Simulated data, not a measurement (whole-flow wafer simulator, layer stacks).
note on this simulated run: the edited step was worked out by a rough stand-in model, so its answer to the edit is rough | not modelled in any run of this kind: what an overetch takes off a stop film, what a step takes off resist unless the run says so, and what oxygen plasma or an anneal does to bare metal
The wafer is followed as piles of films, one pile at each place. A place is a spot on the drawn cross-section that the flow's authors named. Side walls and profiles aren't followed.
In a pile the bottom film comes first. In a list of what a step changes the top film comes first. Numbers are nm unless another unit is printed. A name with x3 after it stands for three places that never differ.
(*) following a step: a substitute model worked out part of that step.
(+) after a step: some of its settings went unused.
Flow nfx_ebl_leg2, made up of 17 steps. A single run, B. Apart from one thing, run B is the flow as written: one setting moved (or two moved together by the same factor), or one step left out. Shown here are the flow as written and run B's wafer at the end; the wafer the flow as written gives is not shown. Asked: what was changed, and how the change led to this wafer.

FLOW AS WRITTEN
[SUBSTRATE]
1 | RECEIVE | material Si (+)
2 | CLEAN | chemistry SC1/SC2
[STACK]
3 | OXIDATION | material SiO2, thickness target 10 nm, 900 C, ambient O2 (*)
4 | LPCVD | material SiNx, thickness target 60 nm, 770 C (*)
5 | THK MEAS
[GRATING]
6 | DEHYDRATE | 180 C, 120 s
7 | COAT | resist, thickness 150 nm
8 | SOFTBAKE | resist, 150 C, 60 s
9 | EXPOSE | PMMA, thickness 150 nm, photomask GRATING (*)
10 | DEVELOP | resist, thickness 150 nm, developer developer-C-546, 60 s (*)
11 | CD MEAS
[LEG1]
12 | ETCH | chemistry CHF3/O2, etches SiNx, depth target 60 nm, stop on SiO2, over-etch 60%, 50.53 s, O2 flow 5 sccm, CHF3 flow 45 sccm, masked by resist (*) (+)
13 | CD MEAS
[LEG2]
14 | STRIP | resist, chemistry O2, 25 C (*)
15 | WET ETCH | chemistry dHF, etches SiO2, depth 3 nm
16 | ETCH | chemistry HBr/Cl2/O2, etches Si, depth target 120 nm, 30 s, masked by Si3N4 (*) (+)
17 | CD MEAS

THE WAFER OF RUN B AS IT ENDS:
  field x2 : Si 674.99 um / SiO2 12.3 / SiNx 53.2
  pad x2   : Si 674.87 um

The reason: step 3, OXIDATION: thickness target 12.3 nm was run, though the flow has thickness target 10 nm.
The wafer itself shows it: field x2 has SiO2 12.3, and step 3 as written asks for 10 nm.

How this came from the change, step by step:
  3 | OXIDATION | material SiO2, thickness target 10 nm, 900 C, ambient O2 (*)
      field x2, pad x2: +12.3 SiO2 (new film), -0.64 chemical SiO2 (all of it), -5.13 Si (it would be, as written: +10 SiO2 (new film), -0.64 chemical SiO2 (all of it), -4.12 Si)
  12 | ETCH | chemistry CHF3/O2, etches SiNx, depth target 60 nm, stop on SiO2, over-etch 60%, 50.53 s, O2 flow 5 sccm, CHF3 flow 45 sccm, masked by resist (*) (+)
      pad x2: -60 SiNx (all of it), -12.3 SiO2 (all of it) (it would be, as written: -60 SiNx (all of it), -10 SiO2 (all of it))
